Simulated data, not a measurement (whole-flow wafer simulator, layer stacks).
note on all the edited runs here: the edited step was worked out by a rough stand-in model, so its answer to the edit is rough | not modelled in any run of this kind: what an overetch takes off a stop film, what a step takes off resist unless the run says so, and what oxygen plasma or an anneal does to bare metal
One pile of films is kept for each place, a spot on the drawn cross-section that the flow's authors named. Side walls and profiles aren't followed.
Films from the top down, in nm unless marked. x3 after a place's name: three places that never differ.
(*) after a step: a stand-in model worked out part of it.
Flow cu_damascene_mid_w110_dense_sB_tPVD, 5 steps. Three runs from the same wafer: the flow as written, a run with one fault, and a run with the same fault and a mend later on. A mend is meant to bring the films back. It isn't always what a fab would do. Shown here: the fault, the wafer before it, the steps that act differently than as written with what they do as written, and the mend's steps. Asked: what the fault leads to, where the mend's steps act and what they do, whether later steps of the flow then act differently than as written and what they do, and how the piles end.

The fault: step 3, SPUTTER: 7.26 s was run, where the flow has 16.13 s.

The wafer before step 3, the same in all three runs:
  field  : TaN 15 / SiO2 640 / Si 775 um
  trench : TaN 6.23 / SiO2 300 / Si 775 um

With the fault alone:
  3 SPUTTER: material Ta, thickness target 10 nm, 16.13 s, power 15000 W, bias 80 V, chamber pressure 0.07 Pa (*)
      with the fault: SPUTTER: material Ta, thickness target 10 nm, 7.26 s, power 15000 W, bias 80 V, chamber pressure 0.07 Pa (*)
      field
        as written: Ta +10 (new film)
        with the fault: Ta +4.5 (new film)
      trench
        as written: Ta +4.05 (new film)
        with the fault: Ta +1.82 (new film)
  No later step of the flow acts differently than as written, at any place that is followed, by more than 2% or 0.5 nm, whichever is larger.
  At the end the piles differ from the flow's by more than 2% or 0.5 nm, whichever is larger, at field, trench.
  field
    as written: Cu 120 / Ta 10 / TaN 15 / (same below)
    with the fault: Cu 120 / Ta 4.5 / TaN 15 / (same below)
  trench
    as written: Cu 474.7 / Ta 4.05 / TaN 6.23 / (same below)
    with the fault: Cu 471.4 / Ta 1.82 / TaN 6.23 / (same below)

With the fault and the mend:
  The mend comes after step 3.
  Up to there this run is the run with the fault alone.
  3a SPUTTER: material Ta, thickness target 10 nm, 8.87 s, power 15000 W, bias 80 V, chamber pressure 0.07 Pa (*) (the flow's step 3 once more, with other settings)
      field
        Ta +5.5
      trench
        Ta +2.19
  No later step of the flow acts differently than as written, at any place that is followed, by more than 2% or 0.5 nm, whichever is larger.
  At the end the piles differ from the flow's only slightly at the places that both follow, by at most 2% or 0.5 nm, whichever is larger.
